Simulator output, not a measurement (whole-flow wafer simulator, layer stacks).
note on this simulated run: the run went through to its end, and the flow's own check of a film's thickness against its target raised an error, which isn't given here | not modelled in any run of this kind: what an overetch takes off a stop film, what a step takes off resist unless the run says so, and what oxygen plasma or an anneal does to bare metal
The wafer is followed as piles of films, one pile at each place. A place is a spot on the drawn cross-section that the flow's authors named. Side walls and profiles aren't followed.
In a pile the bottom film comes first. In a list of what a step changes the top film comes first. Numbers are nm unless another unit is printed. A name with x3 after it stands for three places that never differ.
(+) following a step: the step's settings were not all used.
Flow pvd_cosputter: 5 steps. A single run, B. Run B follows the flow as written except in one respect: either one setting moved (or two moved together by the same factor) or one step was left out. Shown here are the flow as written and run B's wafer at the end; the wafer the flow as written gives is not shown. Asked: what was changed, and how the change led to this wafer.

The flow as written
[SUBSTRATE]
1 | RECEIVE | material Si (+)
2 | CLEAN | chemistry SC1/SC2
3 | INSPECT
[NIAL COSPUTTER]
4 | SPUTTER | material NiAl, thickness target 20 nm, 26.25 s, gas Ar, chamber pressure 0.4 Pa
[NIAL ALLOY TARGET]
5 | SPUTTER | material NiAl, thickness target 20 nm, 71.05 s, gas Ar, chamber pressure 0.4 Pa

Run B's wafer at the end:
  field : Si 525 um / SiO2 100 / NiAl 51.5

What caused this: step 4, SPUTTER: thickness target 31.5 nm was run, while the flow as written has thickness target 20 nm.

Step by step, how the change led to this:
  4 | SPUTTER | material NiAl, thickness target 20 nm, 26.25 s, gas Ar, chamber pressure 0.4 Pa
      field: NiAl gains 31.5 (new film) (as written it would have been: NiAl gains 20 (new film))
